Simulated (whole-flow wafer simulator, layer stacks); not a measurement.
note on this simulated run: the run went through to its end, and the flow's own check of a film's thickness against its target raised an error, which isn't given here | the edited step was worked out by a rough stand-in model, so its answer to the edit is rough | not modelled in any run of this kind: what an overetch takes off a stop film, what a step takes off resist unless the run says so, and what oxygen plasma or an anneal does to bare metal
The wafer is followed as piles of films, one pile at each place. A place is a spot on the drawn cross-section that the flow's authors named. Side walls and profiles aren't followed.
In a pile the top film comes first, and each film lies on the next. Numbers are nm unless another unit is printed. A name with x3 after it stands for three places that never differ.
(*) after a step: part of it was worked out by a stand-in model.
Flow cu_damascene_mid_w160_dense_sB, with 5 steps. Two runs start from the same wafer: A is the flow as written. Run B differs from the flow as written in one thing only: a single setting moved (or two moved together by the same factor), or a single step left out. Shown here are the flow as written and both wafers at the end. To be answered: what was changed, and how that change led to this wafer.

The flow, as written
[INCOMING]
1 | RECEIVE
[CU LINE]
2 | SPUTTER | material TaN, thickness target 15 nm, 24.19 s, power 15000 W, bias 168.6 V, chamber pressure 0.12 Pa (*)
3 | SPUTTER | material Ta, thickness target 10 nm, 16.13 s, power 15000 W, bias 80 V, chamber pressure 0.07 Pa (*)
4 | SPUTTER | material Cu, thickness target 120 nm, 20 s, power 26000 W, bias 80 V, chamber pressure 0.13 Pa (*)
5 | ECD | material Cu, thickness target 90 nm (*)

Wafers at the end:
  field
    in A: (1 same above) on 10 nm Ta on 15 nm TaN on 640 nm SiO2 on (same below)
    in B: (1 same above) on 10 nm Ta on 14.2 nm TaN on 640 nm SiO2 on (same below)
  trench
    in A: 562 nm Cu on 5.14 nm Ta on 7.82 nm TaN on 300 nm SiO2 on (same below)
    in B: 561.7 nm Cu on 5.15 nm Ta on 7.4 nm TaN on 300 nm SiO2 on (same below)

Cause: step 2, SPUTTER: thickness target 14.2 nm was run, though the flow has thickness target 15 nm; step 2, SPUTTER: 22.98 s was run, where the flow has 24.19 s.
The wafer itself shows it: field has TaN 14.2, and step 2 as written asks for 15 nm.

The path from the change to this, step by step:
  2 | SPUTTER | material TaN, thickness target 15 nm, 24.19 s, power 15000 W, bias 168.6 V, chamber pressure 0.12 Pa (*)
      field: A TaN gains 15 (new film) | B TaN gains 14.2 (new film)
